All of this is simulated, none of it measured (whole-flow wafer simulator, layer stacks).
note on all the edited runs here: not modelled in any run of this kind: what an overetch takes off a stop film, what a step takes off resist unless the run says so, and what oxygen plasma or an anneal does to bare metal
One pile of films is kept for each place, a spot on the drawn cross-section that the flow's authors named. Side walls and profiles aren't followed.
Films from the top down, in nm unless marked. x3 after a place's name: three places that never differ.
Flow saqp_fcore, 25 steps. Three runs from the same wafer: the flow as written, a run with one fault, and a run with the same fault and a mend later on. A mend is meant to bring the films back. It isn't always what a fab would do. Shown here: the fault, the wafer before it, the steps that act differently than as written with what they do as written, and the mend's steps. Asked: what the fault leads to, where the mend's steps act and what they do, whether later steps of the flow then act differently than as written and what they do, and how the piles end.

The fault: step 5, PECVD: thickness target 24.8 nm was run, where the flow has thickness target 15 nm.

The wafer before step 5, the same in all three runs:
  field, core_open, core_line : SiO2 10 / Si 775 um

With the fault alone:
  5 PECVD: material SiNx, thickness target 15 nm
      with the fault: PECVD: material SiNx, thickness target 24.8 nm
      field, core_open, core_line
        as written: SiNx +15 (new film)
        with the fault: SiNx +24.8 (new film)
  No later step of the flow acts differently than as written at any place that is followed.
  At the end the piles differ from the flow's by more than 2% or 0.5 nm, whichever is larger, at field, core_open, core_line.
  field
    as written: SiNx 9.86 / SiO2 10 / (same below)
    with the fault: SiNx 19.7 / SiO2 10 / (same below)
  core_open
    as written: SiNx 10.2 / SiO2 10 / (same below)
    with the fault: SiNx 20 / SiO2 10 / (same below)
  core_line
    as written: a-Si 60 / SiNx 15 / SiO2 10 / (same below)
    with the fault: a-Si 60 / SiNx 24.8 / SiO2 10 / (same below)

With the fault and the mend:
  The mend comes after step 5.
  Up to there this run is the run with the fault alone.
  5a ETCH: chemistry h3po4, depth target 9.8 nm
      field, core_open, core_line
        SiNx -9.8
  No later step of the flow acts differently than as written at any place that is followed.
  At the end the piles are the same as the flow's at every place that both follow.
